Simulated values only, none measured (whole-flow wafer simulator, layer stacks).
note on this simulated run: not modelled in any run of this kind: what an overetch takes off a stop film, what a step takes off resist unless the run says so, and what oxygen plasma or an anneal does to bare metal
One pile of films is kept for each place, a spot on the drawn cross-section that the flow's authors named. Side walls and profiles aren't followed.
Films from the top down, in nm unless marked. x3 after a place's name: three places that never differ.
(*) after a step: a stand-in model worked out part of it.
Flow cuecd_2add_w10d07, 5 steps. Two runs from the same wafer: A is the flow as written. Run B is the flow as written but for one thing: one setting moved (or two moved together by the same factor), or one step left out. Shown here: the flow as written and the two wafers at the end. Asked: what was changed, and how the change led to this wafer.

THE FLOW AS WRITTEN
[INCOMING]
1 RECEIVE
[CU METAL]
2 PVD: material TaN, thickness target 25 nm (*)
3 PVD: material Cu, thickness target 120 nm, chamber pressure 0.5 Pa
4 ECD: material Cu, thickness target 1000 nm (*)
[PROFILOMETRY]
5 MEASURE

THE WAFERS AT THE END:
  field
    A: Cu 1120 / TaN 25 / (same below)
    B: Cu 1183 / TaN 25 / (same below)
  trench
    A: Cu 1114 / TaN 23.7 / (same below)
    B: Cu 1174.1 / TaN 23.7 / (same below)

The cause: step 3, PVD: thickness target 183 nm was run, where the flow has thickness target 120 nm.

How the change led to this, step by step:
  3 PVD: material Cu, thickness target 120 nm, chamber pressure 0.5 Pa
      field: A Cu +120 (new film) | B Cu +183 (new film)
      trench: A Cu +114 (new film) | B Cu +174.1 (new film)
